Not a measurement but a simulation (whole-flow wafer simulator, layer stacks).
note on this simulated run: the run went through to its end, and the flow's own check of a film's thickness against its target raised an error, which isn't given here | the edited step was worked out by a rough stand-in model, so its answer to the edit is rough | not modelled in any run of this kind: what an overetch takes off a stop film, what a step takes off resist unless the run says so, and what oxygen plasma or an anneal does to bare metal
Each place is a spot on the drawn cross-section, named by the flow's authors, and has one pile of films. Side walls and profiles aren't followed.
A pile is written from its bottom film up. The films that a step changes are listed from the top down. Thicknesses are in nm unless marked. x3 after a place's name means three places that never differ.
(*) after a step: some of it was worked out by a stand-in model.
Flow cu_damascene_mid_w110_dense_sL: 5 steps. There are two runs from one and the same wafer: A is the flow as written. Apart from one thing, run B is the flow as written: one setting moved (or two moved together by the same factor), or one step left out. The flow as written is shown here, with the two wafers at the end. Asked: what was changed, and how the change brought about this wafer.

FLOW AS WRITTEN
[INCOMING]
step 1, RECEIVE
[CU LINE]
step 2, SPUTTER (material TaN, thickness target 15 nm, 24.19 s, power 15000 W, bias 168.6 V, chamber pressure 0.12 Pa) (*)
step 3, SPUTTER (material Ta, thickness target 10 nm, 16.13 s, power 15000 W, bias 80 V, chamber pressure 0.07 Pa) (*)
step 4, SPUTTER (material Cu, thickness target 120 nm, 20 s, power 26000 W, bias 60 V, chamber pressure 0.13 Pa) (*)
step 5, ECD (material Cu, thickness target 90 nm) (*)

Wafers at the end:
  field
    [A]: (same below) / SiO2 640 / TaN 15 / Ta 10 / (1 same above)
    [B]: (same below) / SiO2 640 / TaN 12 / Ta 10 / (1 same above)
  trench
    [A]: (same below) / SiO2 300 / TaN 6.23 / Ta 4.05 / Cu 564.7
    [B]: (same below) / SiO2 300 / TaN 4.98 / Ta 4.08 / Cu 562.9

What caused this: step 2, SPUTTER: thickness target 12 nm was run, whereas the flow has thickness target 15 nm; step 2, SPUTTER: 19.35 s was run, where the flow has 24.19 s.
The wafer lets one read it off: field has TaN 12, and step 2 as written asks for 15 nm.

How this came from the change, step by step:
  step 2, SPUTTER (material TaN, thickness target 15 nm, 24.19 s, power 15000 W, bias 168.6 V, chamber pressure 0.12 Pa) (*)
      field: A TaN gains 15 (new film) | B TaN gains 12 (new film)
      trench: A TaN gains 6.23 (new film) | B TaN gains 4.98 (new film)
